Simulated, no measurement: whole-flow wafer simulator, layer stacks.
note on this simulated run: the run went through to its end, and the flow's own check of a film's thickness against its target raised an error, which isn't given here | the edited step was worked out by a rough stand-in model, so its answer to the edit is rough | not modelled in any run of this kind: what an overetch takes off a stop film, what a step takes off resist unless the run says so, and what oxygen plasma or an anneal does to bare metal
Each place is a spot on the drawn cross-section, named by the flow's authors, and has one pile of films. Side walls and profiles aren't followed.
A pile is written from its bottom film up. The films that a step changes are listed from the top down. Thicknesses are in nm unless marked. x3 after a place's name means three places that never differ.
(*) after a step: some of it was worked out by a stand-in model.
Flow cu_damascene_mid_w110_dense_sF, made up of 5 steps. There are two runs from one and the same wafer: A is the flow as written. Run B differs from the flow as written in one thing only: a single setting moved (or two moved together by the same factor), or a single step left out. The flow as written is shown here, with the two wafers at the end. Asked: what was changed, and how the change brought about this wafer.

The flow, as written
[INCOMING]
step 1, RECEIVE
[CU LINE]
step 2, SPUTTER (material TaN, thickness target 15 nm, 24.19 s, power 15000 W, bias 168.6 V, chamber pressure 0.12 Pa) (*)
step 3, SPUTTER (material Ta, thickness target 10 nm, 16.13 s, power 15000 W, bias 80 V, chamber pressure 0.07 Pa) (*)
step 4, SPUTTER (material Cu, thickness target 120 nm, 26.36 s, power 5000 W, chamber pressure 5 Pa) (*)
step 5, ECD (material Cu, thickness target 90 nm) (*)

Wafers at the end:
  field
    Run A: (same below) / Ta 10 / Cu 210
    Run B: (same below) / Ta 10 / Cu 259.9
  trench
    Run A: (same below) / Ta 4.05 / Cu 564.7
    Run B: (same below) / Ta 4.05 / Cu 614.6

The reason: step 4, SPUTTER: 36.9 s was run, whereas the flow has 26.36 s.

How this came from the change, step by step:
  step 4, SPUTTER (material Cu, thickness target 120 nm, 26.36 s, power 5000 W, chamber pressure 5 Pa) (*)
      field: A Cu gains 120 (new film) | B Cu gains 169.9 (new film)
      trench: A Cu gains 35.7 (new film) | B Cu gains 50.5 (new film)
  step 5, ECD (material Cu, thickness target 90 nm) (*)
      trench: A Cu gains 529 | B Cu gains 564.1
